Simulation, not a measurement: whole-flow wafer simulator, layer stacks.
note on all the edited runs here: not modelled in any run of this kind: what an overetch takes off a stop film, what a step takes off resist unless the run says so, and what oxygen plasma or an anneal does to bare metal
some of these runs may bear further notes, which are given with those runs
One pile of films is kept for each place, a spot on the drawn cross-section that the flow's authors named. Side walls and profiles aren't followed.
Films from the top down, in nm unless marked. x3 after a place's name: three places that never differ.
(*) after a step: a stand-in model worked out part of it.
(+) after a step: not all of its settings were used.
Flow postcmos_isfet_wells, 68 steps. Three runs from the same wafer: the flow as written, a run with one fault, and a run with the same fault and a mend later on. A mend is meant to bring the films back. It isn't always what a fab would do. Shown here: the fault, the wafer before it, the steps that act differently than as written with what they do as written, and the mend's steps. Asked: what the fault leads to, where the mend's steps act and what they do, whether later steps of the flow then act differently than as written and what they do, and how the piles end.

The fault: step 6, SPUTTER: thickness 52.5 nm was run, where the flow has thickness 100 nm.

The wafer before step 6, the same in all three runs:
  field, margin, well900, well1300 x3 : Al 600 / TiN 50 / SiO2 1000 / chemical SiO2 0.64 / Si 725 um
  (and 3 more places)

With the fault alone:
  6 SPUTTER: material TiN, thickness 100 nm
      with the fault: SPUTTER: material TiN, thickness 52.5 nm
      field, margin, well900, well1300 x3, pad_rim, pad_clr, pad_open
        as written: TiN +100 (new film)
        with the fault: TiN +52.5 (new film)
  Later steps of the flow that act differently than as written (1 more step differs only slightly, by at most 2% or 0.5 nm, whichever is larger, and isn't shown):
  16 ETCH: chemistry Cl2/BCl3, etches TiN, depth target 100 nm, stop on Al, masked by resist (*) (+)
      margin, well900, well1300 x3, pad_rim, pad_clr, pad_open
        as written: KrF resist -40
        with the fault: KrF resist -31.5
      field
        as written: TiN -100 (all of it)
        with the fault: TiN -52.5 (all of it)
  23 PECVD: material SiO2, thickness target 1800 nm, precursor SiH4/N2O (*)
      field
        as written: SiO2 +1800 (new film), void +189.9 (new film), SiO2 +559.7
        with the fault: SiO2 +1800 (new film), void +154.6 (new film), SiO2 +547.5
  At the end the piles differ from the flow's by more than 2% or 0.5 nm, whichever is larger, at field, margin, well900, well1300 x3, pad_rim, pad_clr, pad_open.
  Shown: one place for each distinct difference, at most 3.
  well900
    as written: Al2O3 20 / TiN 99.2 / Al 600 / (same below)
    with the fault: Al2O3 20 / TiN 51.7 / Al 600 / (same below)
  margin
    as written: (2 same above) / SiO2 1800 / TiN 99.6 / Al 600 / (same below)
    with the fault: (2 same above) / SiO2 1800 / TiN 52.1 / Al 600 / (same below)
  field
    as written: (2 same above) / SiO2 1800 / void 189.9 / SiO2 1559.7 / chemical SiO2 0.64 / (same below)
    with the fault: (2 same above) / SiO2 1800 / void 154.6 / SiO2 1547.5 / chemical SiO2 0.64 / (same below)

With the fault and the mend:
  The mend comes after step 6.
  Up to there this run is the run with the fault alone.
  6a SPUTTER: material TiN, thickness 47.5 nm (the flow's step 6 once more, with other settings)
      field, margin, well900, well1300 x3, pad_rim, pad_clr, pad_open
        TiN +47.5
  No later step of the flow acts differently than as written at any place that is followed.
  At the end the piles are the same as the flow's at every place that both follow.
